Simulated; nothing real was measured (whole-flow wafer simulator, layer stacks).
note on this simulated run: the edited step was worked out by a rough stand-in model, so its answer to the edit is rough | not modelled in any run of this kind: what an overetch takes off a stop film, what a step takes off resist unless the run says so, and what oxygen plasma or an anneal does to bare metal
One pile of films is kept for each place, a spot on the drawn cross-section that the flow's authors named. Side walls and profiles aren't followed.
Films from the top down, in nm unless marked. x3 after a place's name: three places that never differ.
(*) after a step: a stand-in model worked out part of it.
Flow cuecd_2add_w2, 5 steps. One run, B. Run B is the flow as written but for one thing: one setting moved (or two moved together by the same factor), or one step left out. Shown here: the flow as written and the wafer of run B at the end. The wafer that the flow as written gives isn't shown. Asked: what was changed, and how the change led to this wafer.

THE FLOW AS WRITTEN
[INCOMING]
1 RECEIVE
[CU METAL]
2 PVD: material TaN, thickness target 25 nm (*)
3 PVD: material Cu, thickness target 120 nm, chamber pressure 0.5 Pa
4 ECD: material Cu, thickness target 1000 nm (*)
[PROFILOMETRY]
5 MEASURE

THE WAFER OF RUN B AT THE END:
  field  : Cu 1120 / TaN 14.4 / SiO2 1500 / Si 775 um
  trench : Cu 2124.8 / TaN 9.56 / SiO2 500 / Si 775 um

The cause: step 2, PVD: thickness target 14.4 nm was run, where the flow has thickness target 25 nm.
It can be read off the wafer: field has TaN 14.4, and step 2 as written asks for 25 nm.

How the change led to this, step by step:
  2 PVD: material TaN, thickness target 25 nm (*)
      field: TaN +14.4 (new film) (as written it would be: TaN +25 (new film))
      trench: TaN +9.56 (new film) (as written it would be: TaN +16.6 (new film))
